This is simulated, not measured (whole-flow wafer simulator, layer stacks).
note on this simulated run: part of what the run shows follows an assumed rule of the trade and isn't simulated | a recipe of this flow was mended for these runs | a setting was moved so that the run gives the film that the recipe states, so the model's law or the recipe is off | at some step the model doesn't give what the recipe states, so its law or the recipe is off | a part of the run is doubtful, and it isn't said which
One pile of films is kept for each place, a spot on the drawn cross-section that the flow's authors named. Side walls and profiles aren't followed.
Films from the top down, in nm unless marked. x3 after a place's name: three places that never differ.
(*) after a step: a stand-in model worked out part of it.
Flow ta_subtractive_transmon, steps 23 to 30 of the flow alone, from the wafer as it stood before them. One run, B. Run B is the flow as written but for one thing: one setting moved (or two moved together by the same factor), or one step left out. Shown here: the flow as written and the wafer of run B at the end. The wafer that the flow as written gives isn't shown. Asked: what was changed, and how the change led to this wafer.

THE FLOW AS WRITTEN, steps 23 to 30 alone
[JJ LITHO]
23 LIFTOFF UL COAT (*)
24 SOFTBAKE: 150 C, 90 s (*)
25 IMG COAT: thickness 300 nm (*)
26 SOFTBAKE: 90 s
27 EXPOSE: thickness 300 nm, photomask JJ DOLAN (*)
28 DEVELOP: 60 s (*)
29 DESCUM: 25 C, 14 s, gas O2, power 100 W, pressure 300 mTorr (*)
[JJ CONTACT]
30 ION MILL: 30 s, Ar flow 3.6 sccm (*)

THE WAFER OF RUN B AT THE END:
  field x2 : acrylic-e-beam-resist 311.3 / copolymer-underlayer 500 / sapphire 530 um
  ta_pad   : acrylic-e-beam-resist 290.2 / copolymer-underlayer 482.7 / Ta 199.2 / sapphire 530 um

The cause: step 25, IMG COAT: thickness 343 nm was run, where the flow has thickness 300 nm; step 27, EXPOSE: thickness 343 nm was run, where the flow has thickness 300 nm.

How the change led to this, step by step:
  25 IMG COAT: thickness 300 nm (*)
      field x2, jj_line: acrylic-e-beam-resist +343 (new film) (as written it would be: acrylic-e-beam-resist +300 (new film))
      lead: acrylic-e-beam-resist +356.8 (new film) (as written it would be: acrylic-e-beam-resist +312.5 (new film))
      (and at 2 more places)
  28 DEVELOP: 60 s (*)
      jj_line: acrylic-e-beam-resist -343 (all of it), copolymer-underlayer -500 (all of it) (as written it would be: acrylic-e-beam-resist -300 (all of it), copolymer-underlayer -500 (all of it))
      lead: acrylic-e-beam-resist -356.8 (all of it), copolymer-underlayer -554.7 (all of it) (as written it would be: acrylic-e-beam-resist -312.5 (all of it), copolymer-underlayer -554.7 (all of it))
      (and at 1 more place)
